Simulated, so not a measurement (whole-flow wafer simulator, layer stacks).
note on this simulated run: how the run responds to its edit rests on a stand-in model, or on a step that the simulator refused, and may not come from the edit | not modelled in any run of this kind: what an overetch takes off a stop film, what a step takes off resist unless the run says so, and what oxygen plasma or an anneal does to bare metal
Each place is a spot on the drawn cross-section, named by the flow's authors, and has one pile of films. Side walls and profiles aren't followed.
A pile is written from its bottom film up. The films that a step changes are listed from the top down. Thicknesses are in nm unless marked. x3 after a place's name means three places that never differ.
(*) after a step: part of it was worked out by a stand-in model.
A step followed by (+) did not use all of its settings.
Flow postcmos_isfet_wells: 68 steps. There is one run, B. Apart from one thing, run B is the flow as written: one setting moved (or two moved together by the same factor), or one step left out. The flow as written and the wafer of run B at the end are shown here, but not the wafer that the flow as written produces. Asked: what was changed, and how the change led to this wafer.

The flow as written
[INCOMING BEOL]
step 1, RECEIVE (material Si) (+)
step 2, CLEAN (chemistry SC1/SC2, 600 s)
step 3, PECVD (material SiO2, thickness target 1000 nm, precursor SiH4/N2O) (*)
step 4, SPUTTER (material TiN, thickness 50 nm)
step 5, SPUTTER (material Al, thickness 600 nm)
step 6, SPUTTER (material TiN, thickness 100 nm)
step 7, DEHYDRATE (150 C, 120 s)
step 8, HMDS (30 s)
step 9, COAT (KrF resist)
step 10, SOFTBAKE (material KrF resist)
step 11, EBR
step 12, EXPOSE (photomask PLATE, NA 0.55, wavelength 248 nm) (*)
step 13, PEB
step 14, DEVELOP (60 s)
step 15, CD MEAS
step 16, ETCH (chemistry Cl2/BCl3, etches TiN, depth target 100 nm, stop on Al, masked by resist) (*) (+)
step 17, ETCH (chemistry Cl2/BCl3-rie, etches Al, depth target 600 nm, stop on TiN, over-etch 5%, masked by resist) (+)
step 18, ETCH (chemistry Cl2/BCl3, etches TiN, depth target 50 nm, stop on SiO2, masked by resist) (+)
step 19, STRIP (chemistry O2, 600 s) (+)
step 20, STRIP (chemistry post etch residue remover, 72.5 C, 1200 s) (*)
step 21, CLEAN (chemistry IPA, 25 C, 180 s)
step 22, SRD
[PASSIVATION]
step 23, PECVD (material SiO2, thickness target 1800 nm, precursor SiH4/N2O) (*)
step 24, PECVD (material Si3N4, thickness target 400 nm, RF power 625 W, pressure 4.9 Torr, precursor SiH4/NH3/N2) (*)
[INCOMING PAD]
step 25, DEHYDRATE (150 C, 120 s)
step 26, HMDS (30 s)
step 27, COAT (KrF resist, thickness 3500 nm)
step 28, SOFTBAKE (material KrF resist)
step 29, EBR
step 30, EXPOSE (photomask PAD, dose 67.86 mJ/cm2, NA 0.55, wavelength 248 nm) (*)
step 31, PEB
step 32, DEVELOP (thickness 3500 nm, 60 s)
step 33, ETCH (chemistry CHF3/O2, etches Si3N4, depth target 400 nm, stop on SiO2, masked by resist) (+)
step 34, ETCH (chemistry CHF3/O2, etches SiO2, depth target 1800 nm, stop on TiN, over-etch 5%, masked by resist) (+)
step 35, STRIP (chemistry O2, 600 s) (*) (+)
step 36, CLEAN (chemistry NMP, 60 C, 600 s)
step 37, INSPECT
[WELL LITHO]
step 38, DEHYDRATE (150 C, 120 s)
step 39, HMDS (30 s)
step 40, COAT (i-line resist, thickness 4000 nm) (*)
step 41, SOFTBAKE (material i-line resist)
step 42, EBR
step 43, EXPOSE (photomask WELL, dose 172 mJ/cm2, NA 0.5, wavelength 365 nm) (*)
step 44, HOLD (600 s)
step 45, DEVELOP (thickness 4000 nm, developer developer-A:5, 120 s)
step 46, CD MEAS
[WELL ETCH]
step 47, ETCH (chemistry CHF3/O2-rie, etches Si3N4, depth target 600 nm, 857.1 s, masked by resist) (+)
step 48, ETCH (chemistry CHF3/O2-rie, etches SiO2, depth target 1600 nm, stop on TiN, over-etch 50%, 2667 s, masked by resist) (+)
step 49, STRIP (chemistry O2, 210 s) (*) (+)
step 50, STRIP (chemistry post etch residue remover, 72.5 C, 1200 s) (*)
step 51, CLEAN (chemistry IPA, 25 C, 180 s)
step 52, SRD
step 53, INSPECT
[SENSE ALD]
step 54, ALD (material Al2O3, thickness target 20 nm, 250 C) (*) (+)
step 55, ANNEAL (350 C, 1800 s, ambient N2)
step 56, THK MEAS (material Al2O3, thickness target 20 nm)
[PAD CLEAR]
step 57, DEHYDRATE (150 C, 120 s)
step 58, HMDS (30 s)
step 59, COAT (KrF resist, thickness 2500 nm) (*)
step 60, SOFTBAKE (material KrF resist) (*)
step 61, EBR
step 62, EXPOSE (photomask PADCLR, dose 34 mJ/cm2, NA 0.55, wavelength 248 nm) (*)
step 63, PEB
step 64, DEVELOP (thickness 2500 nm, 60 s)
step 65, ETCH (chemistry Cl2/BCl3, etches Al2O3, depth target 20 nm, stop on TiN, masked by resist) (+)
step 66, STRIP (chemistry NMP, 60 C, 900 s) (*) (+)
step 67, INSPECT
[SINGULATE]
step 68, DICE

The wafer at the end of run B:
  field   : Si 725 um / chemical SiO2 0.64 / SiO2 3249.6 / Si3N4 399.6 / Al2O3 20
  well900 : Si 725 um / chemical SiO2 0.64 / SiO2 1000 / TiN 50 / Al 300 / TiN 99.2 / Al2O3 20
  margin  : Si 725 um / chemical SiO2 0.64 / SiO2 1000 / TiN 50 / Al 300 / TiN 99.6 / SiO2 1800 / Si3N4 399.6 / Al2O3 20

What caused this: step 5, SPUTTER: thickness 300 nm was run, whereas the flow has thickness 600 nm.
The wafer itself shows it: well900 has Al 300, and step 5 as written asks for 600 nm.

Step by step, how the change led to this:
  step 5, SPUTTER (material Al, thickness 600 nm)
      field, margin, well900, well1300 x3, pad_rim, pad_clr, pad_open: Al gains 300 (new film) (as written it would have been: Al gains 600 (new film))
  step 17, ETCH (chemistry Cl2/BCl3-rie, etches Al, depth target 600 nm, stop on TiN, over-etch 5%, masked by resist) (+)
      margin, well900, well1300 x3, pad_rim, pad_clr, pad_open: KrF resist loses 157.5 (as written it would have been: KrF resist loses 300)
      field: Al loses 300 (all of it) (as written it would have been: Al loses 600 (all of it))
  step 19, STRIP (chemistry O2, 600 s) (+)
      margin, well900, well1300 x3, pad_rim, pad_clr, pad_open: KrF resist loses 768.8 (all of it) (as written it would have been: KrF resist loses 626.3 (all of it))
  step 23, PECVD (material SiO2, thickness target 1800 nm, precursor SiH4/N2O) (*)
      field: SiO2 gains 2249.6 (as written it would have been: SiO2 gains 1800 (new film), void gains 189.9 (new film), SiO2 gains 559.7)
